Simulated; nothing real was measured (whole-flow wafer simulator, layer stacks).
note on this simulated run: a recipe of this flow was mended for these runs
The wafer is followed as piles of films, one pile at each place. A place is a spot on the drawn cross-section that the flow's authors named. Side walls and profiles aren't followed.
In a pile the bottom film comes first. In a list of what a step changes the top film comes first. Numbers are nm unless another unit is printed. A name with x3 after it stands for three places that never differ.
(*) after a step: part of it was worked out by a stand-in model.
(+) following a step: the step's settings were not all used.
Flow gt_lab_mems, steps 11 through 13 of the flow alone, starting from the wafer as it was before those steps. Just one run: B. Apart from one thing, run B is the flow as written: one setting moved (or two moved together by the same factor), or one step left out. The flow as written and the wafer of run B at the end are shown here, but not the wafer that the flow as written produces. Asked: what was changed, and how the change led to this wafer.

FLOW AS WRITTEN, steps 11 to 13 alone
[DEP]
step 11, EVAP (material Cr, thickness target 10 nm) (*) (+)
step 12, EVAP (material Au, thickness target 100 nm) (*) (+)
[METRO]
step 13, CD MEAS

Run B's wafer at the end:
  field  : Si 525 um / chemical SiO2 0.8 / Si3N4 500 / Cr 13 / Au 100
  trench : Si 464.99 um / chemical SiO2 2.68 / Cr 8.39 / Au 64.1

Cause: step 11, EVAP: thickness target 13 nm was run, though the flow has thickness target 10 nm.
The wafer itself shows it: field has Cr 13, and step 11 as written asks for 10 nm.

Step by step, how the change led to this:
  step 11, EVAP (material Cr, thickness target 10 nm) (*) (+)
      field: +13 Cr (new film) (it would be, as written: +10 Cr (new film))
      trench: +8.39 Cr (new film) (it would be, as written: +6.45 Cr (new film))
